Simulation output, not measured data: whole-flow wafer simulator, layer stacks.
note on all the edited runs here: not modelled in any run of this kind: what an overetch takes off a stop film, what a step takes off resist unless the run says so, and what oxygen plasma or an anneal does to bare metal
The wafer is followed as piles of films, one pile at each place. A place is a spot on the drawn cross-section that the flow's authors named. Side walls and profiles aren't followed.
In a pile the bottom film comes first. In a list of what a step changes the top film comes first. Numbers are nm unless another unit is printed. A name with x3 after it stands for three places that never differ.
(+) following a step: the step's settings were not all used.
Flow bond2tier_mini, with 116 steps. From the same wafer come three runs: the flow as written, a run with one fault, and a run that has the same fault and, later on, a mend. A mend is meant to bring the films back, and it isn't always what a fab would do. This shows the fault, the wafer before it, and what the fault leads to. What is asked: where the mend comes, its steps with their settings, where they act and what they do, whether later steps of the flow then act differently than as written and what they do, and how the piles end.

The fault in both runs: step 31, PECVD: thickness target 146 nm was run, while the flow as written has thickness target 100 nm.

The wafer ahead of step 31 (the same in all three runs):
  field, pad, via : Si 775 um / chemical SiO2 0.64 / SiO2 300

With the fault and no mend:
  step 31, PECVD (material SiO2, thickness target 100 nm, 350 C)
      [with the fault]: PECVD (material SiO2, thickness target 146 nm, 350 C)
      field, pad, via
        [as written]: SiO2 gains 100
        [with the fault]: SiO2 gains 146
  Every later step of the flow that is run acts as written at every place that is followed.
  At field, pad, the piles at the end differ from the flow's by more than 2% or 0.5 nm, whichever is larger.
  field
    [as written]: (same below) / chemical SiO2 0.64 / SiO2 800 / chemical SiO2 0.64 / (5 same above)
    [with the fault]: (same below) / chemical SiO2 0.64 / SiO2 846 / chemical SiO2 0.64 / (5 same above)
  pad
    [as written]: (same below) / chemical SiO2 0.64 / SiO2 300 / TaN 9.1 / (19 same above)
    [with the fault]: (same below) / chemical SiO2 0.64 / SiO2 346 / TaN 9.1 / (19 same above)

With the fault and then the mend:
  The mend stands after step 36.
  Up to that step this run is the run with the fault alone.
  step 36a, STRIP (chemistry O2, over-ash 100%) (+)
      field
        KrF resist loses 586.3 (all of it)
  step 36b, ETCH (chemistry CHF3/CF4-rie, etches SiO2, depth target 46 nm)
      field, pad, via
        SiO2 loses 46
  step 36c, COAT (KrF resist, thickness 600 nm) (the flow's step 32 again)
      field, pad, via
        KrF resist gains 600 (new film)
  step 36d, SOFTBAKE (KrF resist) (the flow's step 33 again)
      leaves every film unchanged at each place that is followed
  step 36e, EXPOSE (photomask APAD, NA 0.6) (the flow's step 34 again)
      leaves every film unchanged at each place that is followed
  step 36f, PEB (KrF resist) (the flow's step 35 again)
      leaves every film unchanged at each place that is followed
  step 36g, DEVELOP (developer TMAH-0.26N, 60 s) (the flow's step 36 again)
      pad, via
        KrF resist loses 600 (all of it)
      field
        KrF resist loses 13.7
  Every later step of the flow that is run acts as written at every place that is followed.
  The piles end the same as the flow's at every place that both follow.
